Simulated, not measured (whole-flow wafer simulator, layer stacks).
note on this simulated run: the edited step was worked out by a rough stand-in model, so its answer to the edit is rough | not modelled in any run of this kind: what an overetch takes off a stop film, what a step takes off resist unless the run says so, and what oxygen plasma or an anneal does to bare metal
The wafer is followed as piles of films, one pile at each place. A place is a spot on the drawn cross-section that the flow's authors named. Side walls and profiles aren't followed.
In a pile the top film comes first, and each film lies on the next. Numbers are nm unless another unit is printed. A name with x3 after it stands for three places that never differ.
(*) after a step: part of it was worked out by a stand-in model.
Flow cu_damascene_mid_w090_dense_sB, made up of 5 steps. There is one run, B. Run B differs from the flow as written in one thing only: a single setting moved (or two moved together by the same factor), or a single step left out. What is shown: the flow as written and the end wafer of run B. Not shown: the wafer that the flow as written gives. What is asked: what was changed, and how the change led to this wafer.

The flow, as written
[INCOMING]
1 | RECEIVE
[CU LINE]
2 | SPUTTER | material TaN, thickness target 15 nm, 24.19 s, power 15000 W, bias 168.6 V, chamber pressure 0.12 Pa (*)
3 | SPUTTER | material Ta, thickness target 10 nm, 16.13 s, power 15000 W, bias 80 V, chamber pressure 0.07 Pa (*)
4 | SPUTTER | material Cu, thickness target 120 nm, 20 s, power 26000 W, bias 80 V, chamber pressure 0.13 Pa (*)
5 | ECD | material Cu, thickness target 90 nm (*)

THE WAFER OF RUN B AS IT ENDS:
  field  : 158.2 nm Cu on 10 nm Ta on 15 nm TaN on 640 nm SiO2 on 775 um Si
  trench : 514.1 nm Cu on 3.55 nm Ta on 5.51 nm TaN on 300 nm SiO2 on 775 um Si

The reason: step 5, ECD: thickness target 38.2 nm was run, whereas the flow has thickness target 90 nm.

How this came from the change, step by step:
  5 | ECD | material Cu, thickness target 90 nm (*)
      field: Cu gains 38.2 (it would be, as written: Cu gains 90)
      trench: Cu gains 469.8 (it would be, as written: Cu gains 521.6)
